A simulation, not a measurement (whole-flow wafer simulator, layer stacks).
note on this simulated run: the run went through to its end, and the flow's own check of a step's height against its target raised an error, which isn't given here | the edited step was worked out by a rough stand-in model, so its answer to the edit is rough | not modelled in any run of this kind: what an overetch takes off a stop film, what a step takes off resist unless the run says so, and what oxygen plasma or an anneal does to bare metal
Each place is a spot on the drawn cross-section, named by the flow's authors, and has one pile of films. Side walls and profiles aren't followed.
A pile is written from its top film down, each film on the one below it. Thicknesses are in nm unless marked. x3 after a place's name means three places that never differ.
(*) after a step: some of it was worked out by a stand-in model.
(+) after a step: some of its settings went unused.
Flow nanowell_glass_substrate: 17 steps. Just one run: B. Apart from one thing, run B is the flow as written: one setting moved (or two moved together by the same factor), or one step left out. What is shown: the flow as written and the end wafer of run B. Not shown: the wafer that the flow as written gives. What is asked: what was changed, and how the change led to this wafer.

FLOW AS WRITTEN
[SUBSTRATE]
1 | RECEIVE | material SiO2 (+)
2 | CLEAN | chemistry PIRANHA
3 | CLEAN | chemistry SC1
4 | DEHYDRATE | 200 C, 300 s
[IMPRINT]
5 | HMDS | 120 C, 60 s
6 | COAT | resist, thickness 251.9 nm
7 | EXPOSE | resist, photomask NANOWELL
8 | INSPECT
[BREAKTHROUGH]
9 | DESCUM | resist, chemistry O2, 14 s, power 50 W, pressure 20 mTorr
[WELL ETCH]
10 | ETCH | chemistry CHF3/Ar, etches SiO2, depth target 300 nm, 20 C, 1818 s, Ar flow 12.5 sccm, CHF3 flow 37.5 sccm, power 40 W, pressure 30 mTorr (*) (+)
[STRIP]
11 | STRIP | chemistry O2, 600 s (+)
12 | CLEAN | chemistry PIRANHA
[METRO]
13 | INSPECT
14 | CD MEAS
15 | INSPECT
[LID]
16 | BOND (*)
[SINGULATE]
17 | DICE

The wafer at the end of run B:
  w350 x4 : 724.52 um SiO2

The reason: step 10, ETCH: depth target 480 nm was run, though the flow has depth target 300 nm.

Step by step, how the change led to this:
  10 | ETCH | chemistry CHF3/Ar, etches SiO2, depth target 300 nm, 20 C, 1818 s, Ar flow 12.5 sccm, CHF3 flow 37.5 sccm, power 40 W, pressure 30 mTorr (*) (+)
      w350 x4: -480 SiO2 (in the flow as written it would be: -300 SiO2)
      land: -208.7 resist (in the flow as written it would be: -130.4 resist)
  11 | STRIP | chemistry O2, 600 s (+)
      land: -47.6 resist (all of it) (in the flow as written it would be: -125.9 resist (all of it))
